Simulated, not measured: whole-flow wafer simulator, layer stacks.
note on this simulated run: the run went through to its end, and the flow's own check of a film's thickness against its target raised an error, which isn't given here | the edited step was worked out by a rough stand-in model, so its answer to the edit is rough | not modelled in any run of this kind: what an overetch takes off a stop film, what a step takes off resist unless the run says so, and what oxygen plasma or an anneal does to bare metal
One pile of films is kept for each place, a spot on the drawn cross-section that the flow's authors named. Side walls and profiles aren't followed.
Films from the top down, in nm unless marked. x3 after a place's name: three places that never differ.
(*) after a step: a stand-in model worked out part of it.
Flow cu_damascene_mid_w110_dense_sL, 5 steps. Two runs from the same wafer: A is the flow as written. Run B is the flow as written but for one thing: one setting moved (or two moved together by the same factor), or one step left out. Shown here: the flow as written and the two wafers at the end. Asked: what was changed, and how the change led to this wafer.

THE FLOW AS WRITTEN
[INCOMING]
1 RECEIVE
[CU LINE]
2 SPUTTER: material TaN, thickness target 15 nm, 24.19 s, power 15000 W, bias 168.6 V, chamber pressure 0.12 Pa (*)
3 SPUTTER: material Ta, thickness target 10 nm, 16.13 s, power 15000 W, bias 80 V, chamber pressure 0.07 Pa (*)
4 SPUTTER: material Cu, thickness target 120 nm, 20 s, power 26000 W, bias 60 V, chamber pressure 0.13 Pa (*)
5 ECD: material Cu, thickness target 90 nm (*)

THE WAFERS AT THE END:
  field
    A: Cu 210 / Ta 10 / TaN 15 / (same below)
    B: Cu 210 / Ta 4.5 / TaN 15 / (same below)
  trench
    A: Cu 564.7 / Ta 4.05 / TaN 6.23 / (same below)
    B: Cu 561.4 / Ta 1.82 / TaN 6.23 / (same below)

The cause: step 3, SPUTTER: thickness target 4.5 nm was run, where the flow has thickness target 10 nm; step 3, SPUTTER: 7.26 s was run, where the flow has 16.13 s.
It can be read off the wafer: field has Ta 4.5, and step 3 as written asks for 10 nm.

How the change led to this, step by step:
  3 SPUTTER: material Ta, thickness target 10 nm, 16.13 s, power 15000 W, bias 80 V, chamber pressure 0.07 Pa (*)
      field: A Ta +10 (new film) | B Ta +4.5 (new film)
      trench: A Ta +4.05 (new film) | B Ta +1.82 (new film)
